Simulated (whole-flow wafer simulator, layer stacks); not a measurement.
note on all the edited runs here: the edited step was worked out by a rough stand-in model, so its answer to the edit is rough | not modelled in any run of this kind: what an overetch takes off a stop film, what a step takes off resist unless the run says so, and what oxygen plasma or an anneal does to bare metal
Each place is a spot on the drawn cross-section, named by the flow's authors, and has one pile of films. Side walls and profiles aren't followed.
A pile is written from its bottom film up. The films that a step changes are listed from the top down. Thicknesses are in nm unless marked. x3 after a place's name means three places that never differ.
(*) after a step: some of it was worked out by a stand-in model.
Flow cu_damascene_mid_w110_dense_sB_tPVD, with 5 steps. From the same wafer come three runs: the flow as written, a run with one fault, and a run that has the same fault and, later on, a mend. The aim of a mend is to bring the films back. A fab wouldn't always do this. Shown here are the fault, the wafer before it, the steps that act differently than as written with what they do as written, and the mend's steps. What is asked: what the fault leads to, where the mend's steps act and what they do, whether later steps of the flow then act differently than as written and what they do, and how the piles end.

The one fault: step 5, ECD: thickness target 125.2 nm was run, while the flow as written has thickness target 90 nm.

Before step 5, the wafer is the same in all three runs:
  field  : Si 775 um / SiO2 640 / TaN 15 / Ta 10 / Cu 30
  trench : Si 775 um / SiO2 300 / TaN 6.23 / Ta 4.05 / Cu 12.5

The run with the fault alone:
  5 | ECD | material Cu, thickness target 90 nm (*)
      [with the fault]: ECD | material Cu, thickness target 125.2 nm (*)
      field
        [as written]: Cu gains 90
        [with the fault]: Cu gains 125.2
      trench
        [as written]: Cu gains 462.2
        [with the fault]: Cu gains 497.4
  Later steps of the flow that are run all act as written at every place that is followed.
  By the end, the piles at field, trench depart from the flow's by more than 2% or 0.5 nm, whichever is larger.
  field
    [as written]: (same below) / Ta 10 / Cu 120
    [with the fault]: (same below) / Ta 10 / Cu 155.2
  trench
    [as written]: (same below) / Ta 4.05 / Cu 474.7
    [with the fault]: (same below) / Ta 4.05 / Cu 509.9

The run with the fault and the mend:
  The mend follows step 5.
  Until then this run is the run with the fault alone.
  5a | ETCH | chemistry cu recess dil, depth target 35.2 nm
      field, trench
        Cu loses 35.2
  Later steps of the flow that are run all act as written at every place that is followed.
  The piles end the same as the flow's at every place that both follow.
